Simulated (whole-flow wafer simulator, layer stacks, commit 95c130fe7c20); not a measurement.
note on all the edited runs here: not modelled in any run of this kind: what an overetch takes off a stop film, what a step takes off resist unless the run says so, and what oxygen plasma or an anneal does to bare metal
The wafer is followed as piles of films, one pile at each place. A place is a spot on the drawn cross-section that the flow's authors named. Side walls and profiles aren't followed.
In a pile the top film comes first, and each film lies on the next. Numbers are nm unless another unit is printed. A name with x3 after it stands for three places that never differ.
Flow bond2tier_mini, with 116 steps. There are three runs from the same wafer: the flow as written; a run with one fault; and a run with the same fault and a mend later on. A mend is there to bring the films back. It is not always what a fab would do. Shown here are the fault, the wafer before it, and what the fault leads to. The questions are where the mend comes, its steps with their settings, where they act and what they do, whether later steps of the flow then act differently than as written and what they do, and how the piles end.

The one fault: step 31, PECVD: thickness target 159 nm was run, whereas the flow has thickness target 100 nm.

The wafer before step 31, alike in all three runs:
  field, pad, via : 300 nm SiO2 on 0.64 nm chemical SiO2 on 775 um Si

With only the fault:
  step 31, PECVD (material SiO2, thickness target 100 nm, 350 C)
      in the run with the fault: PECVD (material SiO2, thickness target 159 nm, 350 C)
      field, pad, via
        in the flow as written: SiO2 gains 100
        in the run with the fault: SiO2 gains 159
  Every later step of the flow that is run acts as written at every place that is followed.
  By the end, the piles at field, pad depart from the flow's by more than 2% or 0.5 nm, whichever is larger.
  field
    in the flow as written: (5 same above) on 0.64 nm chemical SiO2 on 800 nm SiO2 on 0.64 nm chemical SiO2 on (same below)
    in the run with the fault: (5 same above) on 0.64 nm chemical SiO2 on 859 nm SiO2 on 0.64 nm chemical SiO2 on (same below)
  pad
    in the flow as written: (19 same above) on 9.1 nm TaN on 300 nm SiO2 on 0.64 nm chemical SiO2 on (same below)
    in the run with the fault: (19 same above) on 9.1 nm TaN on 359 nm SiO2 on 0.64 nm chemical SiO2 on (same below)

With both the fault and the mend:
  After step 31 comes the mend.
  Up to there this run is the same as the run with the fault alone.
  step 31a, ETCH (chemistry CHF3/CF4-rie, etches SiO2, depth target 59 nm) (the flow's step 9 again, with other settings)
      field, pad, via
        SiO2 loses 59
  Every later step of the flow that is run acts as written at every place that is followed.
  By the end, the piles equal the flow's at every place that both follow.
